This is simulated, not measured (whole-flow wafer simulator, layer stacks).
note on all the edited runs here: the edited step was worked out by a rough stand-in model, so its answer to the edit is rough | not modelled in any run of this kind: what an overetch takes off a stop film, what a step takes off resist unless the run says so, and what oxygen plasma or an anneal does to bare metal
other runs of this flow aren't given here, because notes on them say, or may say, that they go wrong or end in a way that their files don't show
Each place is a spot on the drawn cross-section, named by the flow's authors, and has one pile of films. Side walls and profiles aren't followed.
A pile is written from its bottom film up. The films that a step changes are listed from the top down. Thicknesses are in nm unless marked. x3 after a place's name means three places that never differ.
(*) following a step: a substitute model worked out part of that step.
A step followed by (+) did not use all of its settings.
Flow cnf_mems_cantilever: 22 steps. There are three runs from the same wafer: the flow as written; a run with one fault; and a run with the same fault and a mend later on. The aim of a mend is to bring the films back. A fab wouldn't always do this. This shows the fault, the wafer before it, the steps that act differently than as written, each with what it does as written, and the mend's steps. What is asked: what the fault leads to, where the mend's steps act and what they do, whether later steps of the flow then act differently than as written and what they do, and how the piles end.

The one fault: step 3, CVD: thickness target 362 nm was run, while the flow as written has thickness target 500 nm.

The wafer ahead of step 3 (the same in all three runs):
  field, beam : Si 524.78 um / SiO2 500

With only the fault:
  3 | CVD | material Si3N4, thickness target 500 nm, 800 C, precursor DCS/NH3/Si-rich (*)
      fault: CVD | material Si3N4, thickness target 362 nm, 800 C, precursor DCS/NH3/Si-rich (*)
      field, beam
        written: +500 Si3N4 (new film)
        fault: +362 Si3N4 (new film)
  Steps later in the flow that act otherwise than as written:
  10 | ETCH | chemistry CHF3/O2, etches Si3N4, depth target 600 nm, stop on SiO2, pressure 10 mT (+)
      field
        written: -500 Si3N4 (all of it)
        fault: -362 Si3N4 (all of it)
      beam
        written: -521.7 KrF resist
        fault: -472.2 KrF resist
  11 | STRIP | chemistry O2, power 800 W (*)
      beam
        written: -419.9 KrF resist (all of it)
        fault: -469.5 KrF resist (all of it)
  At beam, the piles at the end differ from the flow's by more than 2% or 0.5 nm, whichever is larger.
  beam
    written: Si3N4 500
    fault: Si3N4 362

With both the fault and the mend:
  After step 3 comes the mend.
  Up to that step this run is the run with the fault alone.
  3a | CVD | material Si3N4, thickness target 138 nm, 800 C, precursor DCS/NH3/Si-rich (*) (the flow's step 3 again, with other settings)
      field, beam
        +138 Si3N4
  None of the later steps of the flow acts differently than as written at any place that is followed.
  By the end, the piles equal the flow's at every place that both follow.
